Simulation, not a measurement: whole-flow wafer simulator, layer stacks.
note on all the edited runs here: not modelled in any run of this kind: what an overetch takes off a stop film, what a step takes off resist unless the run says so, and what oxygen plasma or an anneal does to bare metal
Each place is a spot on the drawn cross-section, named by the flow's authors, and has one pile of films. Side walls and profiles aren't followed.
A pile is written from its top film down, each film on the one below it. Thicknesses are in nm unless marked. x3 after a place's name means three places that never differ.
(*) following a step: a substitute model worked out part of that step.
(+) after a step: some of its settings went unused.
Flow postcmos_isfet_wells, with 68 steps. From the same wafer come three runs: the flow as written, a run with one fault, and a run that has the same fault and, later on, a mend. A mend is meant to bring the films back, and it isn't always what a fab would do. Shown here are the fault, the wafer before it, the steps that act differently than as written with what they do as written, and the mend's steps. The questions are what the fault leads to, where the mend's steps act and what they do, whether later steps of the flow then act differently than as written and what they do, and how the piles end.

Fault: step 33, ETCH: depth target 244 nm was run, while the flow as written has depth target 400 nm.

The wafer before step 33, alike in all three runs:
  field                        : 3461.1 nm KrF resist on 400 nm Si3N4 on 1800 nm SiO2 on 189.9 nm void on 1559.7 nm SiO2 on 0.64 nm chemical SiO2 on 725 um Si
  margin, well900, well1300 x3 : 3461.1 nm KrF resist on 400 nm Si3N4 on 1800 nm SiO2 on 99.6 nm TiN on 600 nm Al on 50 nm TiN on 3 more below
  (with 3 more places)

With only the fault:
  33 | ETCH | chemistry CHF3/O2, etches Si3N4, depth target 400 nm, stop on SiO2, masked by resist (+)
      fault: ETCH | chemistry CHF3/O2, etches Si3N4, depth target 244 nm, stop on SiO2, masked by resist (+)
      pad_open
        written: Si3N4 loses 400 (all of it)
        fault: Si3N4 loses 244
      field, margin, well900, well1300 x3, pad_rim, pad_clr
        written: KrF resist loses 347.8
        fault: KrF resist loses 212.2
  Steps later in the flow that act otherwise than as written (5 other steps are not shown; they differ only slightly, by no more than 2% or 0.5 nm, whichever is larger):
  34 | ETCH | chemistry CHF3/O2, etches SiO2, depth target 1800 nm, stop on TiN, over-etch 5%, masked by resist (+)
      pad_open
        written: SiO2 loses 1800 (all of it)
        fault: Si3N4 loses 156 (all of it), SiO2 loses 1636.2
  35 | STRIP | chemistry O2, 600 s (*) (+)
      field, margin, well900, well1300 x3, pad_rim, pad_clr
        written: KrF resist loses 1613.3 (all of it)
        fault: KrF resist loses 1749 (all of it)
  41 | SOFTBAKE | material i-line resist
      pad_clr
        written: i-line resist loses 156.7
        fault: i-line resist loses 140.4
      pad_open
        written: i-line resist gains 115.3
        fault: i-line resist gains 108
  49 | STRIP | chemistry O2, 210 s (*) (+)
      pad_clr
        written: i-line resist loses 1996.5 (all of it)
        fault: i-line resist loses 2063.9 (all of it)
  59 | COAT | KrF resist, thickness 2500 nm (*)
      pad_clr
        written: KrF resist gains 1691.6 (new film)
        fault: KrF resist gains 1746.6 (new film)
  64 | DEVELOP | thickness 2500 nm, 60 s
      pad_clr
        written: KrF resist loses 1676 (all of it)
        fault: KrF resist loses 1730.9 (all of it)
  The piles end different from the flow's at pad_open by more than 2% or 0.5 nm, whichever is larger.
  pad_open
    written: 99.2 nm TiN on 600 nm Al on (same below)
    fault: 163.8 nm SiO2 on 99.6 nm TiN on 600 nm Al on (same below)

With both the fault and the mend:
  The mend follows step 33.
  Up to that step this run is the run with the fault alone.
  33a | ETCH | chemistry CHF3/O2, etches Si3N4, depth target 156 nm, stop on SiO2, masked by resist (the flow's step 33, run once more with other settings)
      field, margin, well900, well1300 x3, pad_rim, pad_clr
        KrF resist loses 135.7
      pad_open
        Si3N4 loses 156 (all of it)
  None of the later steps of the flow acts differently than as written at any place that is followed.
  By the end, the piles equal the flow's at every place that both follow.
